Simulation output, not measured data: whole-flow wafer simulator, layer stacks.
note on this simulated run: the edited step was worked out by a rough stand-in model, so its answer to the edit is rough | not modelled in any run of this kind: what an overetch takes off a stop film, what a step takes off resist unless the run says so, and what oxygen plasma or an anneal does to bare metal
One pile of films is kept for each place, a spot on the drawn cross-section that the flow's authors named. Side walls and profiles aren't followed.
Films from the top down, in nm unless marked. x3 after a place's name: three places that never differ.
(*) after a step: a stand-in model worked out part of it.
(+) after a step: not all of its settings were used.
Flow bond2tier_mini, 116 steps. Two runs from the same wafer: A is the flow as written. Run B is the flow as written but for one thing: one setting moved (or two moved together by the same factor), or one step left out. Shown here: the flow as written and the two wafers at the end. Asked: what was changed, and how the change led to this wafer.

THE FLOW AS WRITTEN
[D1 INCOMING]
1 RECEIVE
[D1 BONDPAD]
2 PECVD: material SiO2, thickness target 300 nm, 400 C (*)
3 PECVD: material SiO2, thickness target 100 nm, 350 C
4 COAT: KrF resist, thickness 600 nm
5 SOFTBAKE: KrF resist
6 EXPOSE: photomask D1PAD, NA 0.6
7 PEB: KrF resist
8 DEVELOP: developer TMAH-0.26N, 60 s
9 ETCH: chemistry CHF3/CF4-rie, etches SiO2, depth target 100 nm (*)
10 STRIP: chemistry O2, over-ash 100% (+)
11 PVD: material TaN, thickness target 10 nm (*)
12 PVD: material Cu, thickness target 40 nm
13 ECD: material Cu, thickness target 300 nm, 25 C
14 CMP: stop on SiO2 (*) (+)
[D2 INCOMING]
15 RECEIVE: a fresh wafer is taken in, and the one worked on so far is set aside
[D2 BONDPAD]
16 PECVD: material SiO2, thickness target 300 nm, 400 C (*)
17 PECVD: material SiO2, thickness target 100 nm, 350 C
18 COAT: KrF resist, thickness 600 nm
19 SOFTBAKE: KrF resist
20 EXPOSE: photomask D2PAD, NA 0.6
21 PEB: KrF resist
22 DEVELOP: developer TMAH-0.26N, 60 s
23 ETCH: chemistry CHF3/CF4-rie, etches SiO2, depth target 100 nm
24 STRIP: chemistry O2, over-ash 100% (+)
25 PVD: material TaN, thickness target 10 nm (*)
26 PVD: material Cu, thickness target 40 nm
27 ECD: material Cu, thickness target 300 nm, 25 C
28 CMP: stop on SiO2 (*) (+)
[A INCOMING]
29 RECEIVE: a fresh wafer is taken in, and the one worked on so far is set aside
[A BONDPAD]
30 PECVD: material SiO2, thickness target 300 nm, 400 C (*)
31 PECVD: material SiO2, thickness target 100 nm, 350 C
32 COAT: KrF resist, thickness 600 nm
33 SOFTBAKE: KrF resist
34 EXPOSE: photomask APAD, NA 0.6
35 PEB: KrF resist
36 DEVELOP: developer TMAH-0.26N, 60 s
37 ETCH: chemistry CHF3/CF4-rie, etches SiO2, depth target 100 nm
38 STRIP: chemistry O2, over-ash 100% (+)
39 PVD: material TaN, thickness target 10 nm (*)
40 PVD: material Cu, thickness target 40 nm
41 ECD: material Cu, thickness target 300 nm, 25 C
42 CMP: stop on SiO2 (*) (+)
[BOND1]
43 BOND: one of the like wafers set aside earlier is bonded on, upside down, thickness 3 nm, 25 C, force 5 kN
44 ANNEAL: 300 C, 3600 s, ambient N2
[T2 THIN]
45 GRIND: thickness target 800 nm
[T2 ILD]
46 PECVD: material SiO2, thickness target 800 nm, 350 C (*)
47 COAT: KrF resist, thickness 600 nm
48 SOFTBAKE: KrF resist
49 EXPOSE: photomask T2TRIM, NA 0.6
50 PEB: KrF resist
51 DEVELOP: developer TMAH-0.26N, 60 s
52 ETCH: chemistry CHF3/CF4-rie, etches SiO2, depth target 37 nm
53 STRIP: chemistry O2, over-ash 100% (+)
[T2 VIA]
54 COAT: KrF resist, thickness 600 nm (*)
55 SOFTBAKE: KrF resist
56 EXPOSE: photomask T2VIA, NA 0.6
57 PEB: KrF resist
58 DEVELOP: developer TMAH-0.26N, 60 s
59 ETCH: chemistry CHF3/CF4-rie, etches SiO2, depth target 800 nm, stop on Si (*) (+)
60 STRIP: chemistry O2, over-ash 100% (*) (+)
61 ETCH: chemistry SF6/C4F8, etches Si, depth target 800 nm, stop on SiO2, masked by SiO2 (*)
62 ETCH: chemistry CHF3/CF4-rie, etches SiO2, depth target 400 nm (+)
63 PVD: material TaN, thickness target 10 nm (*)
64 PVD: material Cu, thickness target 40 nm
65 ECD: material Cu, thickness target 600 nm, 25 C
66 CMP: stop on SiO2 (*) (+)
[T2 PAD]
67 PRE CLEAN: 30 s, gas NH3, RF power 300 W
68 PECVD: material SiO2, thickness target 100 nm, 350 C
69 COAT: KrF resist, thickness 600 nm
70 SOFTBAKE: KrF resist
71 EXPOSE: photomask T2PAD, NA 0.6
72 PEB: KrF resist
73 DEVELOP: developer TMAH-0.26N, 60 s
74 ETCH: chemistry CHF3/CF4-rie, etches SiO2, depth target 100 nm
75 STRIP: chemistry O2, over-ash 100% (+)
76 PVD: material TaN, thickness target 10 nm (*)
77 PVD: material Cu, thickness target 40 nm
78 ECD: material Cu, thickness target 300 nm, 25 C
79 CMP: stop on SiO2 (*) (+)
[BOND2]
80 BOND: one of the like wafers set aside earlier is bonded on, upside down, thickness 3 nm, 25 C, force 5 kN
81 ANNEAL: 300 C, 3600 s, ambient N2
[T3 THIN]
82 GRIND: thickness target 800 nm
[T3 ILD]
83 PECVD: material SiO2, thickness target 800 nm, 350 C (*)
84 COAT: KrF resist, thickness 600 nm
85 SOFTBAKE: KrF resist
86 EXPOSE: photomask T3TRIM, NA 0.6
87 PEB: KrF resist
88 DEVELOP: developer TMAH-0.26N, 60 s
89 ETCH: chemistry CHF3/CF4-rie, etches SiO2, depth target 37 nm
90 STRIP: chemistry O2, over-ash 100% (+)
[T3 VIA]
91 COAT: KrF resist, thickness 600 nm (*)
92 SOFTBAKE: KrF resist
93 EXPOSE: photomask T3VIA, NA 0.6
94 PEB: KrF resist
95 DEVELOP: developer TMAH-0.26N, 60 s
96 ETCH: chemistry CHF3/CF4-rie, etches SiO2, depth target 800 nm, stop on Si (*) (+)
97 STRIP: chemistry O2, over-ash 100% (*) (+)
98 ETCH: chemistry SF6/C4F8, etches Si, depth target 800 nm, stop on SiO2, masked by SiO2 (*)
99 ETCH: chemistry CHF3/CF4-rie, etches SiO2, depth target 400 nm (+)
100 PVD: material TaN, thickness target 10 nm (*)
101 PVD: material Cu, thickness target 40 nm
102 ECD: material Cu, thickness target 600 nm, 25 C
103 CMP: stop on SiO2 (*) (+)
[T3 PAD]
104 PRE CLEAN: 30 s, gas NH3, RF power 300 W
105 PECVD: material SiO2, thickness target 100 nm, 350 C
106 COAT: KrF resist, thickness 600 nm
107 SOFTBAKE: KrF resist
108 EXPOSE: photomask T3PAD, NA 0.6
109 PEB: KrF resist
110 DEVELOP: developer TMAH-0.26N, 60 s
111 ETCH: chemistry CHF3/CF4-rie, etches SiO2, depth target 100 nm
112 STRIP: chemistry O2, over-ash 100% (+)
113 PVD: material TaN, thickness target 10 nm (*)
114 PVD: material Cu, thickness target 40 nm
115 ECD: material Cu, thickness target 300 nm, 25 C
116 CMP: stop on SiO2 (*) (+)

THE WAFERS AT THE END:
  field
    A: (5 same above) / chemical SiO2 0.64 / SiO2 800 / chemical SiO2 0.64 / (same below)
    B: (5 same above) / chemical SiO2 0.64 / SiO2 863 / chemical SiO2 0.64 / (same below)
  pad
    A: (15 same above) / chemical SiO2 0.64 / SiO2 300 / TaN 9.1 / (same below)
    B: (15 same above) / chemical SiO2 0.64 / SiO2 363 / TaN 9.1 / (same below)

The cause: step 2, PECVD: thickness target 363 nm was run, where the flow has thickness target 300 nm.
It can be read off the wafer: pad has SiO2 363, and step 2 as written asks for 300 nm.

How the change led to this, step by step:
  2 PECVD: material SiO2, thickness target 300 nm, 400 C (*)
      field, pad, via: A SiO2 +300 (new film) | B SiO2 +363 (new film)
  43 BOND: one of the like wafers set aside earlier is bonded on, upside down, thickness 3 nm, 25 C, force 5 kN
      field: A Si +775 um (new film), chemical SiO2 +0.64 (new film), SiO2 +400 | B Si +775 um (new film), chemical SiO2 +0.64 (new film), SiO2 +463
      pad: A Si +775 um (new film), chemical SiO2 +0.64 (new film), SiO2 +300 (new film), TaN +9.1 (new film), Cu +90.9 | B Si +775 um (new film), chemical SiO2 +0.64 (new film), SiO2 +363 (new film), TaN +9.1 (new film), Cu +90.9
      (and at 1 more place)
